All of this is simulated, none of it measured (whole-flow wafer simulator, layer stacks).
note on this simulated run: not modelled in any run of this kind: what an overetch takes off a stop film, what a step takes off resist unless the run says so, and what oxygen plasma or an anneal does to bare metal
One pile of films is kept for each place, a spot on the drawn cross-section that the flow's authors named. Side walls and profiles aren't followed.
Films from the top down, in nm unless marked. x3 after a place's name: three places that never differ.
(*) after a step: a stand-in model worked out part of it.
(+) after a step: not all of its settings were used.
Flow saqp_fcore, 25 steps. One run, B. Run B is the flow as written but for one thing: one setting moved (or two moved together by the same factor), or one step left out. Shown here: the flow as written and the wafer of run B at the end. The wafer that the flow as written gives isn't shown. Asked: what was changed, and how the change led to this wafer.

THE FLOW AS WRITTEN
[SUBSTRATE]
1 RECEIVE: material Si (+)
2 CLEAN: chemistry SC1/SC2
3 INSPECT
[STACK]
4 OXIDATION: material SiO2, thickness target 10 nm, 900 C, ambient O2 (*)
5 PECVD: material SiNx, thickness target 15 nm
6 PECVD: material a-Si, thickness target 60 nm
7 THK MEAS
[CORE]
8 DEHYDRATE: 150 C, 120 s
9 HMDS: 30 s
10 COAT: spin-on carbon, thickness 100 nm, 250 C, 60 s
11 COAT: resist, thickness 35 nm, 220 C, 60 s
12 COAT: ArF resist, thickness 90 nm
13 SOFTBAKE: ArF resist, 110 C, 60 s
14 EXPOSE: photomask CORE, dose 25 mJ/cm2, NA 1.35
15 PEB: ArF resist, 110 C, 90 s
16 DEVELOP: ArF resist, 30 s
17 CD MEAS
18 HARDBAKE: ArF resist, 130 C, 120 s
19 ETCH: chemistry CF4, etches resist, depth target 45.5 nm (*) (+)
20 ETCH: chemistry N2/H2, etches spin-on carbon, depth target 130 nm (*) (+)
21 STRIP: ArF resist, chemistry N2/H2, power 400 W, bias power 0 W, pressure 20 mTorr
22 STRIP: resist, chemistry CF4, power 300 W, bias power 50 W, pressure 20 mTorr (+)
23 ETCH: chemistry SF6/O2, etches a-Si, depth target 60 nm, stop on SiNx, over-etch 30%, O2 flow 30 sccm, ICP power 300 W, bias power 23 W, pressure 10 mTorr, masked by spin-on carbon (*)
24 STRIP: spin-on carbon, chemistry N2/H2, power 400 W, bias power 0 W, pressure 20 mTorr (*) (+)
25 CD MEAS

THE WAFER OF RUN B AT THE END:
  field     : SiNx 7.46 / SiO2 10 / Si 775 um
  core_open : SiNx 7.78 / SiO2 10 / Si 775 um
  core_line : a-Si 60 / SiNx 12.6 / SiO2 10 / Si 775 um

The cause: step 5, PECVD: thickness target 12.6 nm was run, where the flow has thickness target 15 nm.
It can be read off the wafer: core_line has SiNx 12.6, and step 5 as written asks for 15 nm.

How the change led to this, step by step:
  5 PECVD: material SiNx, thickness target 15 nm
      field, core_open, core_line: SiNx +12.6 (new film) (as written it would be: SiNx +15 (new film))
